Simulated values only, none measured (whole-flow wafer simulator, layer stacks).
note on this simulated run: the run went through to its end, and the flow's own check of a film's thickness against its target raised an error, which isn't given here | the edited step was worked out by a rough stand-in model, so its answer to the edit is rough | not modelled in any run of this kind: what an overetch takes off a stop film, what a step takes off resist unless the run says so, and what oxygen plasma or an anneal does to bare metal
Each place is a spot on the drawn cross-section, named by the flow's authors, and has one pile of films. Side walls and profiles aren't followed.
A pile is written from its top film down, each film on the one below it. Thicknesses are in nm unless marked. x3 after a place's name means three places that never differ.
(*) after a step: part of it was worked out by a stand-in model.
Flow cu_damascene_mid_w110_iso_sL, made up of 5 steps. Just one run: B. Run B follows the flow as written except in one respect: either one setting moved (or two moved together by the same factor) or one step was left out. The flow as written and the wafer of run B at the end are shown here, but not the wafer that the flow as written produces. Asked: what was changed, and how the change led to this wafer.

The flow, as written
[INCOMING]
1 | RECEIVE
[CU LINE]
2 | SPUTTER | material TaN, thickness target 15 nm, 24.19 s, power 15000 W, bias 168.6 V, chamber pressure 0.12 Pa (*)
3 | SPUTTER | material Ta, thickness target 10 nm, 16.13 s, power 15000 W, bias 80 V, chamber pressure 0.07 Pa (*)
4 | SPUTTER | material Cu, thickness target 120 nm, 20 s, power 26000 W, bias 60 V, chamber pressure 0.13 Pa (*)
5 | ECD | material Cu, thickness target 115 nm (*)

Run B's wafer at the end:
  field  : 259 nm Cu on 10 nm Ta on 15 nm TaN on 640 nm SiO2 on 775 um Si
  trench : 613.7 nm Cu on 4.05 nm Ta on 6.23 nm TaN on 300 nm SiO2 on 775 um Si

The reason: step 4, SPUTTER: 24 s was run, while the flow as written has 20 s.

The path from the change to this, step by step:
  4 | SPUTTER | material Cu, thickness target 120 nm, 20 s, power 26000 W, bias 60 V, chamber pressure 0.13 Pa (*)
      field: +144 Cu (new film) (as written it would have been: +120 Cu (new film))
      trench: +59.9 Cu (new film) (as written it would have been: +49.9 Cu (new film))
  5 | ECD | material Cu, thickness target 115 nm (*)
      trench: +553.8 Cu (as written it would have been: +539.8 Cu)
